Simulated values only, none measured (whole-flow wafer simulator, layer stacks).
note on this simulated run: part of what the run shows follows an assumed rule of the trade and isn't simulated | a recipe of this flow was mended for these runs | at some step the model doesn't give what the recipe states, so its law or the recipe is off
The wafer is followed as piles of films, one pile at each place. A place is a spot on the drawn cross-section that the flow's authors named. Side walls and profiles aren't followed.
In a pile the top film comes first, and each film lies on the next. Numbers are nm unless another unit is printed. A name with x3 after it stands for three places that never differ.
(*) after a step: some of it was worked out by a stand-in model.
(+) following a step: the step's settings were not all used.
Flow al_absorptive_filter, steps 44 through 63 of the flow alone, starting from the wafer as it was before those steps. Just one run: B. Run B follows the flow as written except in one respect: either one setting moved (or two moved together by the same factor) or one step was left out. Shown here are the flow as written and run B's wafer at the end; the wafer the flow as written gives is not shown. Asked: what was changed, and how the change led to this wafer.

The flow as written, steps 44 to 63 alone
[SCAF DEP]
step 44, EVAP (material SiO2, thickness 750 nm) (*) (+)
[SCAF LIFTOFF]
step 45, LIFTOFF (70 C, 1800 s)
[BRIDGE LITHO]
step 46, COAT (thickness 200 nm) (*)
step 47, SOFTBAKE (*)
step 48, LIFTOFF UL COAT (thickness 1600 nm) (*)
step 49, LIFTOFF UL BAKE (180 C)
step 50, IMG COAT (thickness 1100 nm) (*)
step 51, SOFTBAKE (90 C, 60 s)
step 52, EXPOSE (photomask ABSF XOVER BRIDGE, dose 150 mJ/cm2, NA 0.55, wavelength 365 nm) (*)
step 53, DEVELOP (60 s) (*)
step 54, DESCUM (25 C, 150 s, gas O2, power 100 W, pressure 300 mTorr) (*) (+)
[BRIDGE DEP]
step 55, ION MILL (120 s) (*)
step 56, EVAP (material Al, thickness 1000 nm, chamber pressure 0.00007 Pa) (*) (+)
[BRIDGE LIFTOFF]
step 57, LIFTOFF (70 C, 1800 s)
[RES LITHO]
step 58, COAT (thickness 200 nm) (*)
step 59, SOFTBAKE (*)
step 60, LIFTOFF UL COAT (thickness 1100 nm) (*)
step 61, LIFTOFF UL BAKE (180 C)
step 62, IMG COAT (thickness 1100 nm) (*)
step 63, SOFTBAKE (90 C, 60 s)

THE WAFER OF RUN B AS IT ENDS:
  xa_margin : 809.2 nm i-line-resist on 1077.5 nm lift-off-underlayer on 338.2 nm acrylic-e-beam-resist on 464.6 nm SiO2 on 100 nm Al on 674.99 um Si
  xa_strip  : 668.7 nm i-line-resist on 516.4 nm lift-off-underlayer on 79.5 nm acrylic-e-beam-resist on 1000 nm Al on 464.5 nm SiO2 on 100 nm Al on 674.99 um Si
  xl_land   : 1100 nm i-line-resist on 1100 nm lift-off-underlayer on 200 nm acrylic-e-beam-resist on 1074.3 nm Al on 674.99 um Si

What caused this: step 44, EVAP: thickness 480 nm was run, though the flow has thickness 750 nm; step 55, ION MILL: 76.8 s was run, where the flow has 120 s.

How this came from the change, step by step:
  step 44, EVAP (material SiO2, thickness 750 nm) (*) (+)
      gnd, pad_far, pad_near and 10 more: +480 SiO2 (new film) (it would be, as written: +750 SiO2 (new film))
      xa_margin: +464.6 SiO2 (new film) (it would be, as written: +726 SiO2 (new film))
  step 45, LIFTOFF (70 C, 1800 s)
      gnd, xa_field, xl_land, idc_field: -480 SiO2 (all of it), -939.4 i-line-resist (all of it), -1100 lift-off-underlayer (all of it), -200 acrylic-e-beam-resist (all of it) (it would be, as written: -750 SiO2 (all of it), -939.4 i-line-resist (all of it), -1100 lift-off-underlayer (all of it), -200 acrylic-e-beam-resist (all of it))
      pad_far: -480 SiO2 (all of it), -937 i-line-resist (all of it), -1092.7 lift-off-underlayer (all of it), -198.5 acrylic-e-beam-resist (all of it) (it would be, as written: -750 SiO2 (all of it), -937 i-line-resist (all of it), -1092.7 lift-off-underlayer (all of it), -198.5 acrylic-e-beam-resist (all of it))
      (as well as at 5 more places)
  step 46, COAT (thickness 200 nm) (*)
      xa_margin: +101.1 acrylic-e-beam-resist (new film) (it would be, as written: +87.1 acrylic-e-beam-resist (new film))
      xa_strip: +176 acrylic-e-beam-resist (new film) (it would be, as written: +156.7 acrylic-e-beam-resist (new film))
      (as well as at 2 more places)
  step 48, LIFTOFF UL COAT (thickness 1600 nm) (*)
      xa_margin: +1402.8 lift-off-underlayer (new film) (it would be, as written: +1268 lift-off-underlayer (new film))
      xa_strip: +1339.2 lift-off-underlayer (new film) (it would be, as written: +1219 lift-off-underlayer (new film))
      (as well as at 3 more places)
  step 50, IMG COAT (thickness 1100 nm) (*)
      xa_margin: +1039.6 i-line-resist (new film) (it would be, as written: +995.2 i-line-resist (new film))
      xa_strip: +1019.5 i-line-resist (new film) (it would be, as written: +962 i-line-resist (new film))
      (as well as at 2 more places)
  step 51, SOFTBAKE (90 C, 60 s)
      xa_strip: -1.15 i-line-resist (it would be, as written: -1.93 i-line-resist)
      xl_turn: -1.02 i-line-resist (it would be, as written: -1.83 i-line-resist)
  step 53, DEVELOP (60 s) (*)
      xa_strip: -1018.3 i-line-resist (all of it), -1339.2 lift-off-underlayer (all of it) (it would be, as written: -960.1 i-line-resist (all of it), -1219 lift-off-underlayer (all of it))
      xl_land: -1109.8 i-line-resist (all of it), -1662.9 lift-off-underlayer (all of it) (it would be, as written: -1117.3 i-line-resist (all of it), -1706.9 lift-off-underlayer (all of it))
      (as well as at 2 more places)
  step 54, DESCUM (25 C, 150 s, gas O2, power 100 W, pressure 300 mTorr) (*) (+)
      xa_strip: -176 acrylic-e-beam-resist (all of it) (it would be, as written: -156.7 acrylic-e-beam-resist (all of it))
      xl_gap: -127 acrylic-e-beam-resist (all of it) (it would be, as written: -97.9 acrylic-e-beam-resist (all of it))
      (as well as at 1 more place)
  step 55, ION MILL (120 s) (*)
      gnd, pad_far, pad_near and 7 more: -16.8 i-line-resist (it would be, as written: -26.2 i-line-resist)
      xa_strip, xl_gap, xl_turn: -15.5 SiO2 (it would be, as written: -24.3 SiO2)
      (as well as at 1 more place)
  step 57, LIFTOFF (70 C, 1800 s)
      xa_margin: -1000 Al (all of it), -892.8 i-line-resist (all of it), -1402.8 lift-off-underlayer (all of it), -101.1 acrylic-e-beam-resist (all of it) (it would be, as written: -1000 Al (all of it), -836.1 i-line-resist (all of it), -1268 lift-off-underlayer (all of it), -87.1 acrylic-e-beam-resist (all of it))
  step 58, COAT (thickness 200 nm) (*)
      xa_margin: +338.2 acrylic-e-beam-resist (new film) (it would be, as written: +288.1 acrylic-e-beam-resist (new film))
      xa_strip: +79.5 acrylic-e-beam-resist (new film) (it would be, as written: +66.9 acrylic-e-beam-resist (new film))
      (as well as at 2 more places)
  step 60, LIFTOFF UL COAT (thickness 1100 nm) (*)
      xa_margin: +1077.5 lift-off-underlayer (new film) (it would be, as written: +1021 lift-off-underlayer (new film))
      xa_strip: +516.4 lift-off-underlayer (new film) (it would be, as written: +459.8 lift-off-underlayer (new film))
      (as well as at 2 more places)
  step 62, IMG COAT (thickness 1100 nm) (*)
      xa_margin: +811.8 i-line-resist (new film) (it would be, as written: +741.1 i-line-resist (new film))
      xa_strip: +673.3 i-line-resist (new film) (it would be, as written: +577.9 i-line-resist (new film))
      (as well as at 2 more places)
  step 63, SOFTBAKE (90 C, 60 s)
      xa_margin: -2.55 i-line-resist (it would be, as written: -3.13 i-line-resist)
      xl_gap: -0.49 i-line-resist (it would be, as written: -1.04 i-line-resist)
      (as well as at 1 more place)
